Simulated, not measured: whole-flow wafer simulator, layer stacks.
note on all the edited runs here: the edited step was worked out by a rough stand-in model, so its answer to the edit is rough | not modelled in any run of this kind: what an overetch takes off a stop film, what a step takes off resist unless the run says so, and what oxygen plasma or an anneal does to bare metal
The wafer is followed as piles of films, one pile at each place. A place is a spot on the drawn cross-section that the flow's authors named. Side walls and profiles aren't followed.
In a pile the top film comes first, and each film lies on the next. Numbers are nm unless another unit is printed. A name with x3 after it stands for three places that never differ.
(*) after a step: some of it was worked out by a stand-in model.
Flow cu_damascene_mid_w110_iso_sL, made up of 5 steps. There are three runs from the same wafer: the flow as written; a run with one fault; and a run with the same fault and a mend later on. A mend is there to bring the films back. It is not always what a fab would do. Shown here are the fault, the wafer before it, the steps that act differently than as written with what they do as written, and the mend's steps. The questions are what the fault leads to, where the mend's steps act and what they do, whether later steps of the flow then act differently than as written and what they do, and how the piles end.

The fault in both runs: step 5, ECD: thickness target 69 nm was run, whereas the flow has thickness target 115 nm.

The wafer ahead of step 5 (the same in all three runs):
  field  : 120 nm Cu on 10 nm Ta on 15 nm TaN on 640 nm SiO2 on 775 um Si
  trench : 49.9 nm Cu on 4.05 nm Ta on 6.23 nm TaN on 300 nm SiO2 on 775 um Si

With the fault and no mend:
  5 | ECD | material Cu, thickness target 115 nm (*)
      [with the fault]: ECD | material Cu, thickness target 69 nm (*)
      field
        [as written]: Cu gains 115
        [with the fault]: Cu gains 69
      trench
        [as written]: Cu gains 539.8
        [with the fault]: Cu gains 493.8
  None of the later steps of the flow acts differently than as written at any place that is followed.
  At field, trench, the piles at the end differ from the flow's by more than 2% or 0.5 nm, whichever is larger.
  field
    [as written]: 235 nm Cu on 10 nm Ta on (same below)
    [with the fault]: 189 nm Cu on 10 nm Ta on (same below)
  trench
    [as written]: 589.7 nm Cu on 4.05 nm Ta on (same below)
    [with the fault]: 543.7 nm Cu on 4.05 nm Ta on (same below)

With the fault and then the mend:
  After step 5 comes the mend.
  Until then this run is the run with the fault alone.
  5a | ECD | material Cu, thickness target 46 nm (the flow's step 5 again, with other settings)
      field, trench
        Cu gains 46
  None of the later steps of the flow acts differently than as written at any place that is followed.
  The piles end the same as the flow's at every place that both follow.
